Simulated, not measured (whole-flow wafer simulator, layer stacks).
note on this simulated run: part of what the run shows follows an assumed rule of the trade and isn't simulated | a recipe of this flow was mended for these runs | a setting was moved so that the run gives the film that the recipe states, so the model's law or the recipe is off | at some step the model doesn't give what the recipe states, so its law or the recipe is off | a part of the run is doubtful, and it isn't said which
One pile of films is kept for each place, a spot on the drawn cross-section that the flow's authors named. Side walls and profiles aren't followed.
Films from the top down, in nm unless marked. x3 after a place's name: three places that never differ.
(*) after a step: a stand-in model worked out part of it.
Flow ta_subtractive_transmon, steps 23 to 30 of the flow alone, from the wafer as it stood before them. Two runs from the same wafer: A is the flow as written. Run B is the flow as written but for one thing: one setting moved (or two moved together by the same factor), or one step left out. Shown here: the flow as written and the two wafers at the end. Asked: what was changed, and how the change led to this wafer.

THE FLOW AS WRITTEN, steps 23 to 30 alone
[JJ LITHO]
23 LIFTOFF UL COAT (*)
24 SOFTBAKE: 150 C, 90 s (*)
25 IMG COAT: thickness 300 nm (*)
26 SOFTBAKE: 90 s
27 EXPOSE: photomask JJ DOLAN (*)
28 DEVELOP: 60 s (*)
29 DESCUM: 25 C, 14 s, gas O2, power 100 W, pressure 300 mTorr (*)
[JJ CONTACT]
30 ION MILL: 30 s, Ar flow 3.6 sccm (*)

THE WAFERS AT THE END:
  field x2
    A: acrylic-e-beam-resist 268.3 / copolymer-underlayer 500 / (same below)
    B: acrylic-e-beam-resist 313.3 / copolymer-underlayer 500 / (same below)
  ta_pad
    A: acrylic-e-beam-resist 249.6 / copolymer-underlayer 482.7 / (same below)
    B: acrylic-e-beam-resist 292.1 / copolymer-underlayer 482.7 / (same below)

The cause: step 25, IMG COAT: thickness 345 nm was run, where the flow has thickness 300 nm.

How the change led to this, step by step:
  25 IMG COAT: thickness 300 nm (*)
      field x2, jj_line: A acrylic-e-beam-resist +300 (new film) | B acrylic-e-beam-resist +345 (new film)
      lead: A acrylic-e-beam-resist +312.5 (new film) | B acrylic-e-beam-resist +358.9 (new film)
      (and at 2 more places)
  28 DEVELOP: 60 s (*)
      jj_line: A acrylic-e-beam-resist -300 (all of it), copolymer-underlayer -500 (all of it) | B acrylic-e-beam-resist -345 (all of it), copolymer-underlayer -500 (all of it)
      lead: A acrylic-e-beam-resist -312.5 (all of it), copolymer-underlayer -554.7 (all of it) | B acrylic-e-beam-resist -358.9 (all of it), copolymer-underlayer -554.7 (all of it)
      (and at 1 more place)
